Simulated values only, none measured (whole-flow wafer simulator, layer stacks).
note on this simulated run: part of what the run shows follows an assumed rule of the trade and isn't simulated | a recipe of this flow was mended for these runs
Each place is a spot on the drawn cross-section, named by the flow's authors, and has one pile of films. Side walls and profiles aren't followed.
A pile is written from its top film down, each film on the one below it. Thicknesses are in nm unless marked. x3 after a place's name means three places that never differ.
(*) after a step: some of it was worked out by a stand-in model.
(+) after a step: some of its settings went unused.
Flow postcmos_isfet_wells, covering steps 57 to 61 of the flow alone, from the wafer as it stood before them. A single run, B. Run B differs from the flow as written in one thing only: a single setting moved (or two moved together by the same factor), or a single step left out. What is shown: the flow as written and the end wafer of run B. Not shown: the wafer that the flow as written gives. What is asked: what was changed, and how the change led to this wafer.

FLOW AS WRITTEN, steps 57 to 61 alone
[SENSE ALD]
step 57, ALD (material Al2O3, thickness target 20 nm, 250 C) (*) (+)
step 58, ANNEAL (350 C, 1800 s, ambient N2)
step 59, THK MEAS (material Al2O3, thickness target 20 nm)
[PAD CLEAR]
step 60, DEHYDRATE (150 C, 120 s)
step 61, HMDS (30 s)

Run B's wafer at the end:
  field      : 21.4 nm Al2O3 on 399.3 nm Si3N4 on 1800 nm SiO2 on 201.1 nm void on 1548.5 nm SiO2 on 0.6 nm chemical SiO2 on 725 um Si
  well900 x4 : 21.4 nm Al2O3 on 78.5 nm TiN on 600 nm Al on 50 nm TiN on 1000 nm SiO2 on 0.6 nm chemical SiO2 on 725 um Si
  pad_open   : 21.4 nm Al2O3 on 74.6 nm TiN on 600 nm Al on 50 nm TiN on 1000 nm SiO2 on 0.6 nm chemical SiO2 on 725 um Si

The reason: step 57, ALD: thickness target 21.4 nm was run, though the flow has thickness target 20 nm.
The wafer itself shows it: field has Al2O3 21.4, and step 57 as written asks for 20 nm.

The path from the change to this, step by step:
  step 57, ALD (material Al2O3, thickness target 20 nm, 250 C) (*) (+)
      field, margin x3, well900 x4, pad_open: Al2O3 gains 21.4 (new film) (as written it would have been: Al2O3 gains 20 (new film))
